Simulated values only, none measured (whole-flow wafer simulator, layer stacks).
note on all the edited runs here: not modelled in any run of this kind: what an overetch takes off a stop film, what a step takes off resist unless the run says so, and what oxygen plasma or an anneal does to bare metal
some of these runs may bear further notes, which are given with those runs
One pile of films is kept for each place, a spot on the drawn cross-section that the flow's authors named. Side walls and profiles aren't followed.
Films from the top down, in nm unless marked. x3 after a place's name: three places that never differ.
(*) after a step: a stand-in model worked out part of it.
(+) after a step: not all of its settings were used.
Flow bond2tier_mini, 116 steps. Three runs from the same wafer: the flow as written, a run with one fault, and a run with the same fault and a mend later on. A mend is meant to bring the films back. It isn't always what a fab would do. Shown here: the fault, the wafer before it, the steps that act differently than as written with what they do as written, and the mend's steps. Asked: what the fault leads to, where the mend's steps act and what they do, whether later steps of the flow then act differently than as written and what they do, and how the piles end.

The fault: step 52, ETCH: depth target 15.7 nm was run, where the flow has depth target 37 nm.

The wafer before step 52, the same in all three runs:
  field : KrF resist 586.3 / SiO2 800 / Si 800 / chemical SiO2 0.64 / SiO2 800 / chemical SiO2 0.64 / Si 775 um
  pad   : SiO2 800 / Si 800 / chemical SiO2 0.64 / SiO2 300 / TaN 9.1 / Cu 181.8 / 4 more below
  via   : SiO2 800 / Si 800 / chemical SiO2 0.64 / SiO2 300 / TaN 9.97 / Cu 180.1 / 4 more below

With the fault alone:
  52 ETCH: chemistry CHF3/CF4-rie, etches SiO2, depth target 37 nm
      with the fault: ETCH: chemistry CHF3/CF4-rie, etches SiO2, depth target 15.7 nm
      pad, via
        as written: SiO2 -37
        with the fault: SiO2 -15.7
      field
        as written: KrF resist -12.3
        with the fault: KrF resist -5.23
  Later steps of the flow that act differently than as written (4 more steps differ only slightly, by at most 2% or 0.5 nm, whichever is larger, and aren't shown):
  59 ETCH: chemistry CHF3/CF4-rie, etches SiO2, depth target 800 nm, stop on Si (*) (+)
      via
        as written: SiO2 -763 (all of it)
        with the fault: SiO2 -784.3 (all of it)
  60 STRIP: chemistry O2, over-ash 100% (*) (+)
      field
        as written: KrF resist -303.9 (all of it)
        with the fault: KrF resist -312.9 (all of it)
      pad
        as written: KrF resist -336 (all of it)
        with the fault: KrF resist -326.5 (all of it)
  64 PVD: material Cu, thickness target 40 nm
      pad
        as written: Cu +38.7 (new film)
        with the fault: Cu +39.5 (new film)
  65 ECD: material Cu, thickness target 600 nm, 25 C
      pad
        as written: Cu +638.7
        with the fault: Cu +616.4
  At the end the piles differ from the flow's by more than 2% or 0.5 nm, whichever is larger, at pad.
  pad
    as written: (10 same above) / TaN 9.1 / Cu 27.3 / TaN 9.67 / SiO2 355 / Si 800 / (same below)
    with the fault: (10 same above) / TaN 9.1 / Cu 5.83 / TaN 9.87 / SiO2 376.3 / Si 800 / (same below)

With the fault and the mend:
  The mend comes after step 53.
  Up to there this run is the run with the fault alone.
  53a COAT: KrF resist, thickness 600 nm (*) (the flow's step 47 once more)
      field
        KrF resist +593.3 (new film)
      pad
        KrF resist +606.9 (new film)
      via
        KrF resist +606.1 (new film)
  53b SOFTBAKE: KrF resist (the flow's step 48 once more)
      changes no film at any place that is followed
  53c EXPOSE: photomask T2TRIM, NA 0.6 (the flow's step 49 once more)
      changes no film at any place that is followed
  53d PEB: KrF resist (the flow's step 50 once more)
      changes no film at any place that is followed
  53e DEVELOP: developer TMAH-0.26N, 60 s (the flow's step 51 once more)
      field
        KrF resist -13.7
      pad
        KrF resist -606.9 (all of it)
      via
        KrF resist -606.1 (all of it)
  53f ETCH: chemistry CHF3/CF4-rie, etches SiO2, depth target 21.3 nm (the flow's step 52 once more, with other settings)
      pad, via
        SiO2 -21.3
      field
        KrF resist -7.1
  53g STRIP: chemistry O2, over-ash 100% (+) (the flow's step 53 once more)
      field
        KrF resist -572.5 (all of it)
  No later step of the flow acts differently than as written at any place that is followed.
  At the end the piles are the same as the flow's at every place that both follow.
